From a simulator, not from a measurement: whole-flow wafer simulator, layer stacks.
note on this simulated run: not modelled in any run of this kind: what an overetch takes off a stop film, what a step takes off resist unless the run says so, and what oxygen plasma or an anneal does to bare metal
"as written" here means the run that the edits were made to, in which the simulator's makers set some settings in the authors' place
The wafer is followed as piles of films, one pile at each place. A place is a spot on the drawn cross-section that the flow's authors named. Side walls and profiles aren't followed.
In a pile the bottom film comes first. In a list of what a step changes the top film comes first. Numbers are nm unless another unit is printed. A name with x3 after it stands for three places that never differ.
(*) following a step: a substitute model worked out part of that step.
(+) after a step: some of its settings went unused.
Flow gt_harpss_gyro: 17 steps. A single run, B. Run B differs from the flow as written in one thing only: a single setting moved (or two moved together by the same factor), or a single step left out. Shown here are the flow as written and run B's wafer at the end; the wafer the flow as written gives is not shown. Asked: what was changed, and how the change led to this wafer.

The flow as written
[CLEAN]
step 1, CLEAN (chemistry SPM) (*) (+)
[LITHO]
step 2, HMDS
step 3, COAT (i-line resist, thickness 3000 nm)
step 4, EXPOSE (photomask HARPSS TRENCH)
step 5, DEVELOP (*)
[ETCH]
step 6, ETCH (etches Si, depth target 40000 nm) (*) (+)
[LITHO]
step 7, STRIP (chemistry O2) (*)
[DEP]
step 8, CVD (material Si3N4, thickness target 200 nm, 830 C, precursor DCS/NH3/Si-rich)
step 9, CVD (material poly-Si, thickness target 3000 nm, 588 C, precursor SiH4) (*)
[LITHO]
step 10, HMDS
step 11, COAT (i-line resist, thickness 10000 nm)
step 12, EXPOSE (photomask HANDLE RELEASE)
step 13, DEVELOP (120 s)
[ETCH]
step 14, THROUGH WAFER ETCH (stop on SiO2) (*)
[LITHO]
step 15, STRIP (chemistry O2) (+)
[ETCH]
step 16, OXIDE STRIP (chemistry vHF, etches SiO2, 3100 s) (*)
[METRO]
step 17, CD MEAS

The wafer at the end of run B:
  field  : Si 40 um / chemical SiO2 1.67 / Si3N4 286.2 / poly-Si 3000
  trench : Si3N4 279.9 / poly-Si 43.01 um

Cause: step 8, CVD: thickness target 286.2 nm was run, whereas the flow has thickness target 200 nm.
The wafer itself shows it: field has Si3N4 286.2, and step 8 as written asks for 200 nm.

How this came from the change, step by step:
  step 8, CVD (material Si3N4, thickness target 200 nm, 830 C, precursor DCS/NH3/Si-rich)
      field: +286.2 Si3N4 (new film) (in the flow as written it would be: +200 Si3N4 (new film))
      trench: +279.9 Si3N4 (new film) (in the flow as written it would be: +195.9 Si3N4 (new film))
